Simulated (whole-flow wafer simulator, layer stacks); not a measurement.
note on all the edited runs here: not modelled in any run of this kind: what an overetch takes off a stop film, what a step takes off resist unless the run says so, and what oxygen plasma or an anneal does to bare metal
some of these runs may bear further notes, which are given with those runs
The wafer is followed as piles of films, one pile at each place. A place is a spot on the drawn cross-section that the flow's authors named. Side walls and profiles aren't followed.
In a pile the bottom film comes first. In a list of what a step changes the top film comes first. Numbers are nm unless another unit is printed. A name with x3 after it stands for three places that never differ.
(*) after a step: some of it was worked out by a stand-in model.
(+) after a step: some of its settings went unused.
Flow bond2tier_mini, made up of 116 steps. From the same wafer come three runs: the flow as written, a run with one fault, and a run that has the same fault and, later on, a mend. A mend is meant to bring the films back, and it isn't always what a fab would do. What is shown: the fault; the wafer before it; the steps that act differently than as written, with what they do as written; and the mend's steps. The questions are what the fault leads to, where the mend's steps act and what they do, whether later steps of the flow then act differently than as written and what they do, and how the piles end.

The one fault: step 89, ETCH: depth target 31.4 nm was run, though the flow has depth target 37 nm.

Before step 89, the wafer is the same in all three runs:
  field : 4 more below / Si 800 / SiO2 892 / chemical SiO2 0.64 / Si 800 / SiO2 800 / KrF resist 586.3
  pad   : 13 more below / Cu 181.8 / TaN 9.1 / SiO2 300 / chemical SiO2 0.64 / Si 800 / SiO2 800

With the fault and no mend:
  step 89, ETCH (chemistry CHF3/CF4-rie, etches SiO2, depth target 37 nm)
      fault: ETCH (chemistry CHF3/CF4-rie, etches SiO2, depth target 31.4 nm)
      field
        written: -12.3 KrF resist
        fault: -10.5 KrF resist
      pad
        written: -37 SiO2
        fault: -31.4 SiO2
  Every later step of the flow that is run acts as written, at every place that is followed, to within 2% or 0.5 nm, whichever is larger.
  At pad, the piles at the end differ from the flow's by more than 2% or 0.5 nm, whichever is larger.
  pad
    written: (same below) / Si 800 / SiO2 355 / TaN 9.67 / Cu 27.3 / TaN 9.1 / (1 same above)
    fault: (same below) / Si 800 / SiO2 360.6 / TaN 9.72 / Cu 21.7 / TaN 9.1 / (1 same above)

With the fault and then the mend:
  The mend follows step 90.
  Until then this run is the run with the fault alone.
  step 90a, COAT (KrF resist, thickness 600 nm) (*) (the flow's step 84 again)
      field
        +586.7 KrF resist (new film)
      pad
        +613.9 KrF resist (new film)
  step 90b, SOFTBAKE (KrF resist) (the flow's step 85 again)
      leaves every film unchanged at each place that is followed
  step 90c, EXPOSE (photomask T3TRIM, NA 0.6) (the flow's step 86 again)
      leaves every film unchanged at each place that is followed
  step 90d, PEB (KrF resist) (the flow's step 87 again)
      leaves every film unchanged at each place that is followed
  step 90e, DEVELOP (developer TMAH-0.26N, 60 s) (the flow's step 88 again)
      field
        -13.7 KrF resist
      pad
        -613.9 KrF resist (all of it)
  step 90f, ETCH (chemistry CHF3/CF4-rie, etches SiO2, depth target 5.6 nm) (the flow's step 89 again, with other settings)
      field
        -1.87 KrF resist
      pad
        -5.6 SiO2
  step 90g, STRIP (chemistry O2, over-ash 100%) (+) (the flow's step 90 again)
      field
        -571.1 KrF resist (all of it)
  Every later step of the flow that is run acts as written at every place that is followed.
  At every place that both follow, the piles at the end match the flow's.
